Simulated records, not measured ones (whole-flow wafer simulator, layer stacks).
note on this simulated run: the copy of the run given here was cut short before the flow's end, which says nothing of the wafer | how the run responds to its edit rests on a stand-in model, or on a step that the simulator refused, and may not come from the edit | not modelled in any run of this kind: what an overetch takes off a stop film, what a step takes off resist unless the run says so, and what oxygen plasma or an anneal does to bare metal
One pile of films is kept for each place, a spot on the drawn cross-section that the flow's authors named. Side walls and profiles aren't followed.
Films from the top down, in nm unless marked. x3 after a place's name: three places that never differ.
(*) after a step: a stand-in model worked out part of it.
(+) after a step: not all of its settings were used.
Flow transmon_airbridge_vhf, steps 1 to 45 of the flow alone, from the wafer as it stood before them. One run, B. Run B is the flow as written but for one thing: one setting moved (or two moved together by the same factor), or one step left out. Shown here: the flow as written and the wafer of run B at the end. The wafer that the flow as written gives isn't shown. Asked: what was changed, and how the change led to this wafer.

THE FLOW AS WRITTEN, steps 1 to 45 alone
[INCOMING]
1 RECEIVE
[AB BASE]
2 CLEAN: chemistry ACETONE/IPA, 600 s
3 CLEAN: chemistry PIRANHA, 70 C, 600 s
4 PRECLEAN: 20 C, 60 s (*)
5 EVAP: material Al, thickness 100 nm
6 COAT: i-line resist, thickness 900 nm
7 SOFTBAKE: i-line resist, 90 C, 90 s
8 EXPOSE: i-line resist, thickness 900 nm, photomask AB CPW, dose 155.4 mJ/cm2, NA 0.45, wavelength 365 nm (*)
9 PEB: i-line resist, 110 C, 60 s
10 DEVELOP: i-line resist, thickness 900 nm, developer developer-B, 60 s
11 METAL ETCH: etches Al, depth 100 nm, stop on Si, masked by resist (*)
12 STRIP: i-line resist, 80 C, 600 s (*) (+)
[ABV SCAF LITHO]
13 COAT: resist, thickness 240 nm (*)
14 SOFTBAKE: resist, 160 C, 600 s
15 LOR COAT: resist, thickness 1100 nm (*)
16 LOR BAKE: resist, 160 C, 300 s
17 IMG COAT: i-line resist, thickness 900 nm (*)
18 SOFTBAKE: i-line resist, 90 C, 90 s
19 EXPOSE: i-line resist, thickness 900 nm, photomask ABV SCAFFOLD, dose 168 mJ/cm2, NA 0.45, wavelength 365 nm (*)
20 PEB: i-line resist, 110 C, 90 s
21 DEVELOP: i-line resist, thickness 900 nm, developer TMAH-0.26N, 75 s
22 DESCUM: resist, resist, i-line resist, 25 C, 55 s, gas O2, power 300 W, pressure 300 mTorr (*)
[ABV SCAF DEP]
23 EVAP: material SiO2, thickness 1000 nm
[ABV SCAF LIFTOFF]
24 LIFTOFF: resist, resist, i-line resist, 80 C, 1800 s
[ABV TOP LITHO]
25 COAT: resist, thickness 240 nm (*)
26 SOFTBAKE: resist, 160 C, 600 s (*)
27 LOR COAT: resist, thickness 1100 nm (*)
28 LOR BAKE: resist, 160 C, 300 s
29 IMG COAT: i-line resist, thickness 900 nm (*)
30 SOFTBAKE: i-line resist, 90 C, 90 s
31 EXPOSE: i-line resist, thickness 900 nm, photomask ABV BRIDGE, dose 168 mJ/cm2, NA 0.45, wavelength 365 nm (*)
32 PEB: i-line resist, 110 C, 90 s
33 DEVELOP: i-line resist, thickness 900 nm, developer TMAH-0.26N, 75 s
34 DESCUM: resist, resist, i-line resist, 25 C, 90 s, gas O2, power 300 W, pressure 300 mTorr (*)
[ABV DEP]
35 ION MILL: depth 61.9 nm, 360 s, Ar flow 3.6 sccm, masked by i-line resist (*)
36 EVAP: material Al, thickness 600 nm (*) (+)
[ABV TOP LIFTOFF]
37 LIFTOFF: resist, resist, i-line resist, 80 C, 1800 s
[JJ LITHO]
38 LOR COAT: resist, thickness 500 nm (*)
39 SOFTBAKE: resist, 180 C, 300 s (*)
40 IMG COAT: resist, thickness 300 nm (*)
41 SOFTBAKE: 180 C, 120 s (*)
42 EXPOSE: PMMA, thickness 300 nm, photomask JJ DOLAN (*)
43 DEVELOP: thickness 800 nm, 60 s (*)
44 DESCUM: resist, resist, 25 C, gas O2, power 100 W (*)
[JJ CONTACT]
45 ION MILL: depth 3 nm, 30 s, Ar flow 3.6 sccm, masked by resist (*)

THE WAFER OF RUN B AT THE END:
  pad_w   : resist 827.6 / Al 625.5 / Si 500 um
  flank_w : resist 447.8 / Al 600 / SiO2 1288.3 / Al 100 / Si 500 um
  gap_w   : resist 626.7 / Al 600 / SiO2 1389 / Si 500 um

The cause: step 23, EVAP: thickness 1425 nm was run, where the flow has thickness 1000 nm.

How the change led to this, step by step:
  23 EVAP: material SiO2, thickness 1000 nm
      field x3, jj_line, ground_far and 10 more: SiO2 +1425 (new film) (as written it would be: SiO2 +1000 (new film))
      flank_w, flank_e: SiO2 +1324.3 (new film) (as written it would be: SiO2 +929.3 (new film))
  24 LIFTOFF: resist, resist, i-line resist, 80 C, 1800 s
      field x3, jj_line, trace_open_s x2: SiO2 -1425 (all of it), i-line resist -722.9 (all of it), resist -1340 (all of it) (as written it would be: SiO2 -1000 (all of it), i-line resist -722.9 (all of it), resist -1340 (all of it))
      pad_w, pad_e: SiO2 -1425 (all of it), i-line resist -718 (all of it), resist -1330.2 (all of it) (as written it would be: SiO2 -1000 (all of it), i-line resist -718 (all of it), resist -1330.2 (all of it))
      (and at 1 more place)
  25 COAT: resist, thickness 240 nm (*)
      flank_w, flank_e: resist +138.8 (new film) (as written it would be: resist +152.6 (new film))
      gap_w, gap_e: resist +193.1 (new film) (as written it would be: resist +210.7 (new film))
      (and at 6 more places)
  27 LOR COAT: resist, thickness 1100 nm (*)
      gap_w, gap_e: resist +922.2 (as written it would be: resist +977.8)
      margin_s, margin_n: resist +731.4 (as written it would be: resist +823.4)
      (and at 6 more places)
  29 IMG COAT: i-line resist, thickness 900 nm (*)
      gap_w, gap_e: i-line resist +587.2 (new film) (as written it would be: i-line resist +681.7 (new film))
      margin_s, margin_n: i-line resist +470.4 (new film) (as written it would be: i-line resist +603.2 (new film))
      (and at 7 more places)
  32 PEB: i-line resist, 110 C, 90 s
      pad_w, pad_e: i-line resist -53 (as written it would be: i-line resist -51)
      flank_w, flank_e: i-line resist -33.9 (as written it would be: i-line resist -38.3)
      (and at 7 more places)
  33 DEVELOP: i-line resist, thickness 900 nm, developer TMAH-0.26N, 75 s
      gap_w, gap_e: i-line resist -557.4 (all of it), resist -922.2 (as written it would be: i-line resist -646.9 (all of it), resist -977.8)
      pad_w: i-line resist -973.2 (all of it), resist -1313.9 (as written it would be: i-line resist -937.2 (all of it), resist -1247.8)
      (and at 5 more places)
  34 DESCUM: resist, resist, i-line resist, 25 C, 90 s, gas O2, power 300 W, pressure 300 mTorr (*)
      flank_w, flank_e: resist -138.8 (all of it) (as written it would be: resist -152.6 (all of it))
      gap_w, gap_e: resist -193.1 (all of it) (as written it would be: resist -210.7 (all of it))
      (and at 4 more places)
  37 LIFTOFF: resist, resist, i-line resist, 80 C, 1800 s
      margin_s, margin_n: Al -600 (all of it), i-line resist -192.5 (all of it), resist -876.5 (all of it) (as written it would be: Al -600 (all of it), i-line resist -318.3 (all of it), resist -992 (all of it))
      ground_far: Al -600 (all of it), i-line resist -770.4 (all of it), resist -1396.3 (all of it) (as written it would be: Al -600 (all of it), i-line resist -717.9 (all of it), resist -1384.9 (all of it))
  38 LOR COAT: resist, thickness 500 nm (*)
      pad_w, pad_e: resist +544.8 (new film) (as written it would be: resist +517 (new film))
      flank_w, flank_e: resist +280.5 (new film) (as written it would be: resist +306.5 (new film))
      (and at 6 more places)
  40 IMG COAT: resist, thickness 300 nm (*)
      pad_w, pad_e: resist +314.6 (as written it would be: resist +300.1)
      flank_w, flank_e: resist +199.1 (as written it would be: resist +212.1)
      (and at 6 more places)
